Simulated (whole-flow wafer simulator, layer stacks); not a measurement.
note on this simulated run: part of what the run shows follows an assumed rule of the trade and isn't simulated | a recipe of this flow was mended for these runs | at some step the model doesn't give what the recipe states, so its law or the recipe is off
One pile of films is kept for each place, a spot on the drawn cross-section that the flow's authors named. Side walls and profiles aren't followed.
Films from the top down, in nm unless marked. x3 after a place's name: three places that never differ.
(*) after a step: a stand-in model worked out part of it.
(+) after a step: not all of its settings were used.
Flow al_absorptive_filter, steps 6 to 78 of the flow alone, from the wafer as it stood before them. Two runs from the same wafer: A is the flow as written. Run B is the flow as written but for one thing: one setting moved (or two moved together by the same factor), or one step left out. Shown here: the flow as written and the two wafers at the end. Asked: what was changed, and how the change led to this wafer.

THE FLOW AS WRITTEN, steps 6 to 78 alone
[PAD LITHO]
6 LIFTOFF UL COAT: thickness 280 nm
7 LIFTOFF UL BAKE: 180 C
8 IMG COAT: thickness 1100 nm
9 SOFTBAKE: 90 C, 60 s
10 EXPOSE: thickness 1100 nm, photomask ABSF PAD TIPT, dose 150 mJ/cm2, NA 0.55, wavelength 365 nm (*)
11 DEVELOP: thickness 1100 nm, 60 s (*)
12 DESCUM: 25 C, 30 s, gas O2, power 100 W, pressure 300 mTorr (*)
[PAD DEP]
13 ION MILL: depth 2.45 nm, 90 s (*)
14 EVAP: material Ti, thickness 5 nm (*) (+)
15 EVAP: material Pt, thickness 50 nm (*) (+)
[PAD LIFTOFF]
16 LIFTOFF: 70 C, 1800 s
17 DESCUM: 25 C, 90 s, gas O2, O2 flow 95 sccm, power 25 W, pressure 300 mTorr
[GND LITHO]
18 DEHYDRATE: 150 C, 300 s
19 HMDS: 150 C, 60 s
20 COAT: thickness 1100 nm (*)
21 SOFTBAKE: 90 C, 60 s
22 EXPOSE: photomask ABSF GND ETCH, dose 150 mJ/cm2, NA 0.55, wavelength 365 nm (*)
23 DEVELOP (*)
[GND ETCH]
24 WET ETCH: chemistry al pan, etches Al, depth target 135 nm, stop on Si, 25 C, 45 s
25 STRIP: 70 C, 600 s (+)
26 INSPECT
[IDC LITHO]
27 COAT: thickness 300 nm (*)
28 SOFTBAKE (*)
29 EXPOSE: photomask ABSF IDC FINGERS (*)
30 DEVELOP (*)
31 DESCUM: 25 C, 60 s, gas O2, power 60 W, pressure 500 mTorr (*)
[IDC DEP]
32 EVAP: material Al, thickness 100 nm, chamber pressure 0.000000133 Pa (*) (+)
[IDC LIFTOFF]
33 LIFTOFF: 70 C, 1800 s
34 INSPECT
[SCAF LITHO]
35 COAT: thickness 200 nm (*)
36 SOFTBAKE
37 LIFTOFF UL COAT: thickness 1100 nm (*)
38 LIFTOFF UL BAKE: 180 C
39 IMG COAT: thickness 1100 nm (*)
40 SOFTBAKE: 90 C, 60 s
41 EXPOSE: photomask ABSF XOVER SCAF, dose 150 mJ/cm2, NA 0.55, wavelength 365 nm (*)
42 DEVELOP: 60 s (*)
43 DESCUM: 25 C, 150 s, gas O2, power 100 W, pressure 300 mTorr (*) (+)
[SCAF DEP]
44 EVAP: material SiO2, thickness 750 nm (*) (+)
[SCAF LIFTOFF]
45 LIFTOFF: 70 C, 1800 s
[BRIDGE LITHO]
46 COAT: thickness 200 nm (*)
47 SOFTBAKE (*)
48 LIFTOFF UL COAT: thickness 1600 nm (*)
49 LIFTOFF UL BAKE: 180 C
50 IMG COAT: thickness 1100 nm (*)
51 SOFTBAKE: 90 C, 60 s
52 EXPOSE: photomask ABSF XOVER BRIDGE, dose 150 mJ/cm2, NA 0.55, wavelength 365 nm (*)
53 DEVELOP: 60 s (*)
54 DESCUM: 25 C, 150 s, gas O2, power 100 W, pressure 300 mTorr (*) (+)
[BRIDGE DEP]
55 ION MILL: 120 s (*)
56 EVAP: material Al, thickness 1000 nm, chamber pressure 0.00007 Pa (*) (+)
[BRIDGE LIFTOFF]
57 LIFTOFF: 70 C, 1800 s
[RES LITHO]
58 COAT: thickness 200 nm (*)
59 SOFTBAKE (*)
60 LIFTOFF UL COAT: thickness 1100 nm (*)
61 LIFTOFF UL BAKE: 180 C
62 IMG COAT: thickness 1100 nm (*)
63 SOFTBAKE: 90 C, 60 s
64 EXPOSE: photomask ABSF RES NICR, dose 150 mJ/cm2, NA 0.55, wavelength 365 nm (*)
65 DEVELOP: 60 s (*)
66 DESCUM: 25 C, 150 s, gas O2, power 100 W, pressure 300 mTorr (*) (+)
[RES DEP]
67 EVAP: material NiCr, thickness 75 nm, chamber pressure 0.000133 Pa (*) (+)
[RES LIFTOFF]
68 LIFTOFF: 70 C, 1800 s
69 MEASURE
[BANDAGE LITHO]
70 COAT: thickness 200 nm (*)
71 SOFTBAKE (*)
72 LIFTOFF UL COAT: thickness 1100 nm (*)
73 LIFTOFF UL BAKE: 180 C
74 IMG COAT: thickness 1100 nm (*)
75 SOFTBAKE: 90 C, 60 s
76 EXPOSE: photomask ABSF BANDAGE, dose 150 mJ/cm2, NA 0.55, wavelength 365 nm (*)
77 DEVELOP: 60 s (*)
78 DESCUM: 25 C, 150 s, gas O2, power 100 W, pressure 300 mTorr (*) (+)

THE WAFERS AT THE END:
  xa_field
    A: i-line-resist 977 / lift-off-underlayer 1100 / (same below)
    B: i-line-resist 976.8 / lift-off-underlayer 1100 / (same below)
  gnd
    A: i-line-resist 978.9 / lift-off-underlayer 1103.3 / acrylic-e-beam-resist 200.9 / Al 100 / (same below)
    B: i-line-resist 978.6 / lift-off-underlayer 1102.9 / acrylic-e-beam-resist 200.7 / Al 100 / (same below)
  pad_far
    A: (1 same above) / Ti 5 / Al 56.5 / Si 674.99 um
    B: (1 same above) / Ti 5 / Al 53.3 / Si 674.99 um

The cause: step 11, DEVELOP: 69.6 s was run, where the flow has 60 s.

How the change led to this, step by step:
  11 DEVELOP: thickness 1100 nm, 60 s (*)
      pad_far, pad_near: A i-line-resist -1100 (all of it), lift-off-underlayer -280 (all of it), Al -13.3 | B i-line-resist -1100 (all of it), lift-off-underlayer -280 (all of it), Al -16.5
